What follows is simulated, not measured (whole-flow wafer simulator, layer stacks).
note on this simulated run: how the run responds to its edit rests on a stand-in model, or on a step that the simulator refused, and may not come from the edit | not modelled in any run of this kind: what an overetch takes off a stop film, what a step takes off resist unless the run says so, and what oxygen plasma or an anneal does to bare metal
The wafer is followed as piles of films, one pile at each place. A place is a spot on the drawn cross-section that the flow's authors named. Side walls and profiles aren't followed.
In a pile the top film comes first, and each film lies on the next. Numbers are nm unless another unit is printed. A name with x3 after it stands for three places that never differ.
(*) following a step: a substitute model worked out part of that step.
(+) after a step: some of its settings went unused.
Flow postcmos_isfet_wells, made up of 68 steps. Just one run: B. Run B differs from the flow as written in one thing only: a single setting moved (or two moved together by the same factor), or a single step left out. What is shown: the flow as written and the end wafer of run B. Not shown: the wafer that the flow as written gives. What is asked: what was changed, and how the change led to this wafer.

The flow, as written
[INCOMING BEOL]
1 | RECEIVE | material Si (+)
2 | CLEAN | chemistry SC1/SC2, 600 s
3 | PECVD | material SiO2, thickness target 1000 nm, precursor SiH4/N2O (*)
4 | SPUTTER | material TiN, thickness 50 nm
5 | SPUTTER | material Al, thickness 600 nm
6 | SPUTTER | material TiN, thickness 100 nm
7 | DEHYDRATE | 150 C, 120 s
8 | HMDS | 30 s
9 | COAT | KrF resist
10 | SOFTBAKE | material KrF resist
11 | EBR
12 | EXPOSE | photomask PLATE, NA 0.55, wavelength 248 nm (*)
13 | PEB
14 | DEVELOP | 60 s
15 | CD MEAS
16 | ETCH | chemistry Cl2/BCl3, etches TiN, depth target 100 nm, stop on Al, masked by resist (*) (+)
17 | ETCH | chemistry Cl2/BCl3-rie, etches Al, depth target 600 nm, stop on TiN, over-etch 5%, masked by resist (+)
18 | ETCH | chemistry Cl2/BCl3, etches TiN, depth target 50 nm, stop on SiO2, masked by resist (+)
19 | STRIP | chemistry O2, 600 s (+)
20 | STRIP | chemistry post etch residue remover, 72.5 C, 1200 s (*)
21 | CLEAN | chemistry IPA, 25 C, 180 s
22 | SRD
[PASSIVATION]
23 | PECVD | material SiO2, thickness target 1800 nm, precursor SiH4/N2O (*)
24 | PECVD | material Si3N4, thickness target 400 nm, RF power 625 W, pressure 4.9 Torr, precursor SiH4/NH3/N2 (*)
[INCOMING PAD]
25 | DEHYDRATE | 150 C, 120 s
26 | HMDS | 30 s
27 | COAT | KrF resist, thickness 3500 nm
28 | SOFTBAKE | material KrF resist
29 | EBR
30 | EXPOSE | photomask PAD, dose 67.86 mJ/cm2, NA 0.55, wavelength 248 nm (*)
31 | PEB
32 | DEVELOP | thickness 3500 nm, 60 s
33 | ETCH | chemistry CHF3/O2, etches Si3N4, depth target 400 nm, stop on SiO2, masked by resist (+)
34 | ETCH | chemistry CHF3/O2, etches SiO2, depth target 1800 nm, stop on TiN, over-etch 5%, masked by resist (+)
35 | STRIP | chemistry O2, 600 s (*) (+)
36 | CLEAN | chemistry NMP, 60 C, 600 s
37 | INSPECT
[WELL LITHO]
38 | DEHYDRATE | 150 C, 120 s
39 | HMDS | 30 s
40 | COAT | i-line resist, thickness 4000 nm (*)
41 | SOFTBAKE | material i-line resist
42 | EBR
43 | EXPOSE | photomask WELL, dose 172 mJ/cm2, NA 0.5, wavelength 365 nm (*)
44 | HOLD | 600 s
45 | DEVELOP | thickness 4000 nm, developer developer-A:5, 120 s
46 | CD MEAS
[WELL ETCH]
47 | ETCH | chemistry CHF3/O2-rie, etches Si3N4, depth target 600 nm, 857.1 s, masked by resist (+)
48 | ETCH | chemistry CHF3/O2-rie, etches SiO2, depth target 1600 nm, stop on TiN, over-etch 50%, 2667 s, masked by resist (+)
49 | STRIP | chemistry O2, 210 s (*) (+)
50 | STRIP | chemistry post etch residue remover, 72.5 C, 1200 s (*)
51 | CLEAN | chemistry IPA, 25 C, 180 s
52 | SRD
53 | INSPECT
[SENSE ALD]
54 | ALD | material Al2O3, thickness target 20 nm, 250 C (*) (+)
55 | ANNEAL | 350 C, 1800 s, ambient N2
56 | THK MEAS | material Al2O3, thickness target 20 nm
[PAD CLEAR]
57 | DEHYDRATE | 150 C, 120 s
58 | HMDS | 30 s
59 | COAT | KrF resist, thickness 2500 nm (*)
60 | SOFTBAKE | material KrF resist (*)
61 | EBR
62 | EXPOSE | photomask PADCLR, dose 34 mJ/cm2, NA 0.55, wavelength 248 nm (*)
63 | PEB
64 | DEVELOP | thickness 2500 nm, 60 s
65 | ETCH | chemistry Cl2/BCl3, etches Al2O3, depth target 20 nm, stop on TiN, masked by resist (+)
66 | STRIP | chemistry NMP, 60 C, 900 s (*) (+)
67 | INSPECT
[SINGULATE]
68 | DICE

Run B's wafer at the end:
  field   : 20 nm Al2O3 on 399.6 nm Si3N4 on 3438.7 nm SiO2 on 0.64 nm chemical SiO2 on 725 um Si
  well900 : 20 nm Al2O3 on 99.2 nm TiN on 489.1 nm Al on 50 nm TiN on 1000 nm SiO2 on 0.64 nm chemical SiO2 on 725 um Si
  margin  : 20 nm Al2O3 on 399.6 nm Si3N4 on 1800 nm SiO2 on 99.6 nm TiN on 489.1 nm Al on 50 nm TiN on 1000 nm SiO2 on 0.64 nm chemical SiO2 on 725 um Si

What caused this: step 5, SPUTTER: thickness 489.1 nm was run, whereas the flow has thickness 600 nm.
The wafer lets one read it off: well900 has Al 489.1, and step 5 as written asks for 600 nm.

How this came from the change, step by step:
  5 | SPUTTER | material Al, thickness 600 nm
      field, margin, well900, well1300 x3, pad_rim, pad_clr, pad_open: Al gains 489.1 (new film) (as written it would have been: Al gains 600 (new film))
  17 | ETCH | chemistry Cl2/BCl3-rie, etches Al, depth target 600 nm, stop on TiN, over-etch 5%, masked by resist (+)
      margin, well900, well1300 x3, pad_rim, pad_clr, pad_open: KrF resist loses 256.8 (as written it would have been: KrF resist loses 300)
      field: Al loses 489.1 (all of it) (as written it would have been: Al loses 600 (all of it))
  19 | STRIP | chemistry O2, 600 s (+)
      margin, well900, well1300 x3, pad_rim, pad_clr, pad_open: KrF resist loses 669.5 (all of it) (as written it would have been: KrF resist loses 626.3 (all of it))
  23 | PECVD | material SiO2, thickness target 1800 nm, precursor SiH4/N2O (*)
      field: SiO2 gains 2438.7 (as written it would have been: SiO2 gains 1800 (new film), void gains 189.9 (new film), SiO2 gains 559.7)
